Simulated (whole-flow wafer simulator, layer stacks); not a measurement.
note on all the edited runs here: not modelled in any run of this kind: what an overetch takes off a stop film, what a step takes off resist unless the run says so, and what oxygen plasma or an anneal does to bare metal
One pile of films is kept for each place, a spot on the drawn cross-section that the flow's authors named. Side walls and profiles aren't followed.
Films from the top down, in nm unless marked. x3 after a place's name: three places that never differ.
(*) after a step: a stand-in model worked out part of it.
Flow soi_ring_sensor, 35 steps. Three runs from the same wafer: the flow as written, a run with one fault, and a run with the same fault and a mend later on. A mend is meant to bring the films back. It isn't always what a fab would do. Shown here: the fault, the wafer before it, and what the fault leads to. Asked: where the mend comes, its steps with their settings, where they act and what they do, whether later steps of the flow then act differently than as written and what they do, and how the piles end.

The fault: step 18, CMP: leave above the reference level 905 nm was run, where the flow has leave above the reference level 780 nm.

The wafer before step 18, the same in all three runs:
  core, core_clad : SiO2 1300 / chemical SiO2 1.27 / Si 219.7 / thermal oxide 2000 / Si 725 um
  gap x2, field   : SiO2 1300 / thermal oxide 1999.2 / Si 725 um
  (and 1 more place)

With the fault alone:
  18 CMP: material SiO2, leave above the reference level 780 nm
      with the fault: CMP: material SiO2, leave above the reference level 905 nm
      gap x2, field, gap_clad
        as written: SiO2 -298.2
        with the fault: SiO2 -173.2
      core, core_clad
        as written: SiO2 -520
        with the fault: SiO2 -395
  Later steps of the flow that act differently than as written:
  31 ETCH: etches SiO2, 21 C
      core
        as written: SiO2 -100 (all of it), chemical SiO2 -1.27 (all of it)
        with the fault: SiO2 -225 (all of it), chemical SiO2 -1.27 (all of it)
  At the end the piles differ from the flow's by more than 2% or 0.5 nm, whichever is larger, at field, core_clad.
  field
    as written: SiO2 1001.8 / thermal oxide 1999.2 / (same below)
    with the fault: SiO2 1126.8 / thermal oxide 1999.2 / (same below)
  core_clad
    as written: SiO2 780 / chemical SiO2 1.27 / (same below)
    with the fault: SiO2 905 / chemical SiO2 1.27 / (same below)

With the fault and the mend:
  The mend comes after step 27.
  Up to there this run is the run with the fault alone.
  27a STRIP: i-line resist, 250 C, gas O2, power 300 W (*)
      field, core_clad, gap_clad
        i-line resist -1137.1 (all of it)
  27b CMP: material SiO2, leave above the reference level 780 nm (the flow's step 18 once more)
      core, gap x2, field, core_clad, gap_clad
        SiO2 -125
  27c HMDS: 120 C, 60 s (the flow's step 21 once more)
      changes no film at any place that is followed
  27d COAT: i-line resist, thickness 1200 nm (the flow's step 22 once more)
      core, gap x2, field, core_clad, gap_clad
        i-line resist +1200 (new film)
  27e SOFTBAKE: i-line resist (the flow's step 23 once more)
      changes no film at any place that is followed
  27f EXPOSE: photomask WINDOW, dose 101 mJ/cm2, NA 0.5, wavelength 365 nm (*) (the flow's step 24 once more)
      changes no film at any place that is followed
  27g PEB: i-line resist (the flow's step 25 once more)
      core, gap x2, field, core_clad, gap_clad
        i-line resist -62.8
  27h DEVELOP: i-line resist, thickness 1200 nm, 90 s (the flow's step 26 once more)
      core, gap x2
        i-line resist -1137.2 (all of it)
      field, core_clad, gap_clad
        i-line resist -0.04
  No later step of the flow acts differently than as written at any place that is followed.
  At the end the piles are the same as the flow's at every place that both follow.
